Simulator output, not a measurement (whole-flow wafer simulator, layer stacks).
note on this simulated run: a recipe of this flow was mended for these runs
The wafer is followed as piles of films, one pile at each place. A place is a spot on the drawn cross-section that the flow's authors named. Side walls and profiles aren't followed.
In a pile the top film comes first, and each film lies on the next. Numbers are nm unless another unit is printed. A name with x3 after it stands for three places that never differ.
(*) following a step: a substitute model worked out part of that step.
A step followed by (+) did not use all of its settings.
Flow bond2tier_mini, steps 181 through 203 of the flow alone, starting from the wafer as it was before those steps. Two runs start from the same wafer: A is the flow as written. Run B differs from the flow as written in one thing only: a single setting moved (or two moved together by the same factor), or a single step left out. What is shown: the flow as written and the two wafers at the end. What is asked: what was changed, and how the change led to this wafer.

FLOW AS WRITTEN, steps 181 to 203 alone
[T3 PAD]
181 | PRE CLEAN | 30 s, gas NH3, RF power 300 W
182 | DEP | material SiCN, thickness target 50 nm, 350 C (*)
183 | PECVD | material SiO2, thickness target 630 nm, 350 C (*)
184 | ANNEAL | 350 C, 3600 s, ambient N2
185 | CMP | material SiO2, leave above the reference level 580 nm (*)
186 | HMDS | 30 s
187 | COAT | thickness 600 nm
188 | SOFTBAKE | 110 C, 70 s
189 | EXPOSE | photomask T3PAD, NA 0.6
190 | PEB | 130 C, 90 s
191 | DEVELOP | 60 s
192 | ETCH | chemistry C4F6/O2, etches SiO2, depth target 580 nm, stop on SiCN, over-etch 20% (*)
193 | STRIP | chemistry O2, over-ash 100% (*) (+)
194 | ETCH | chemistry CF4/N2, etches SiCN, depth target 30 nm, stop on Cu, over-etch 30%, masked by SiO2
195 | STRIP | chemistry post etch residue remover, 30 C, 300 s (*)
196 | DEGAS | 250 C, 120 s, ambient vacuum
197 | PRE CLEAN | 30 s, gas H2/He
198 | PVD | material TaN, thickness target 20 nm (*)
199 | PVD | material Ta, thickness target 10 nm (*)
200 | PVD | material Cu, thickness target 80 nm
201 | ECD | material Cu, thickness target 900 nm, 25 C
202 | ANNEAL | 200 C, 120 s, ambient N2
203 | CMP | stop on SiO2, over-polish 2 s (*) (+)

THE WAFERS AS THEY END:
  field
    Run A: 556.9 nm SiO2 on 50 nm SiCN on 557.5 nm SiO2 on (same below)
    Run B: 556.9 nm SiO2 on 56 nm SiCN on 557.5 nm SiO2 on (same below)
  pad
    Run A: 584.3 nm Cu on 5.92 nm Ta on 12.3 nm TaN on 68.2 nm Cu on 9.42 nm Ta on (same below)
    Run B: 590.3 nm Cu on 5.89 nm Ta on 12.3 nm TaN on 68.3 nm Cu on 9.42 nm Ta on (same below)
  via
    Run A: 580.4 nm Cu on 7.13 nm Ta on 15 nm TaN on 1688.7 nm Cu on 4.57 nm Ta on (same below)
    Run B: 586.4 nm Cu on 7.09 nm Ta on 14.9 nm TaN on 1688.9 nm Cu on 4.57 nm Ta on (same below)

What caused this: step 182, DEP: thickness target 56 nm was run, while the flow as written has thickness target 50 nm.
The wafer lets one read it off: field has SiCN 56, and step 182 as written asks for 50 nm.

The path from the change to this, step by step:
  182 | DEP | material SiCN, thickness target 50 nm, 350 C (*)
      field, pad, via: A SiCN gains 50 (new film) | B SiCN gains 56 (new film)
  194 | ETCH | chemistry CF4/N2, etches SiCN, depth target 30 nm, stop on Cu, over-etch 30%, masked by SiO2
      pad, via: A SiCN loses 30.4 (all of it), Cu loses 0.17 | B SiCN loses 36.4 (all of it), Cu loses 0.05
